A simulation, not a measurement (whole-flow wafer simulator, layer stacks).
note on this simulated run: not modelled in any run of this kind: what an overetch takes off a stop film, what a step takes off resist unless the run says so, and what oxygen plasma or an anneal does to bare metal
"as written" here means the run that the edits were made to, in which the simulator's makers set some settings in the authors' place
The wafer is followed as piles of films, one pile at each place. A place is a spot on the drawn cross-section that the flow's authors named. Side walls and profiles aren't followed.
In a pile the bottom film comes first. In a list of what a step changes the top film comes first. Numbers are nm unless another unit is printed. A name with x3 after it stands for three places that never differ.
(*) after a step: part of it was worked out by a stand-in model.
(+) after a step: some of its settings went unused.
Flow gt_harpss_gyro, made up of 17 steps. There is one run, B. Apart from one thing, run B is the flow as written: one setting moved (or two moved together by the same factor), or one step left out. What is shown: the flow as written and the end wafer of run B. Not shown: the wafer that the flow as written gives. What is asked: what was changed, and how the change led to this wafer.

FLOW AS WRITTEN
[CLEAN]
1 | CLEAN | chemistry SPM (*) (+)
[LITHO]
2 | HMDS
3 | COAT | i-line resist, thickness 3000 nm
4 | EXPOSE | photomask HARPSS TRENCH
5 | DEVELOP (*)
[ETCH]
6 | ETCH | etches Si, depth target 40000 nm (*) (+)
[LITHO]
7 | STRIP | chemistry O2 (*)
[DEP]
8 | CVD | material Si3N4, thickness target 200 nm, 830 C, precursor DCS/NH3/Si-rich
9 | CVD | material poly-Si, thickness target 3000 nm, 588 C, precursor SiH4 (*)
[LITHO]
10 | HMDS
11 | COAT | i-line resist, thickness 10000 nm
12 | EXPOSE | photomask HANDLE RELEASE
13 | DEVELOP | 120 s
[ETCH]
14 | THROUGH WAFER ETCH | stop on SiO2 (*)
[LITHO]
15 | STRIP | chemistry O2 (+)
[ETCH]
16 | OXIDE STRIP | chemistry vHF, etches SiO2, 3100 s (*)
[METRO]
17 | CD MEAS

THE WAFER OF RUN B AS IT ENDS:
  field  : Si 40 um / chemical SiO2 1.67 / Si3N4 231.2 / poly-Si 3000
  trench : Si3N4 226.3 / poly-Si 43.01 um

What caused this: step 8, CVD: thickness target 231.2 nm was run, whereas the flow has thickness target 200 nm.
The wafer lets one read it off: field has Si3N4 231.2, and step 8 as written asks for 200 nm.

How this came from the change, step by step:
  8 | CVD | material Si3N4, thickness target 200 nm, 830 C, precursor DCS/NH3/Si-rich
      field: Si3N4 gains 231.2 (new film) (in the flow as written it would be: Si3N4 gains 200 (new film))
      trench: Si3N4 gains 226.3 (new film) (in the flow as written it would be: Si3N4 gains 195.9 (new film))
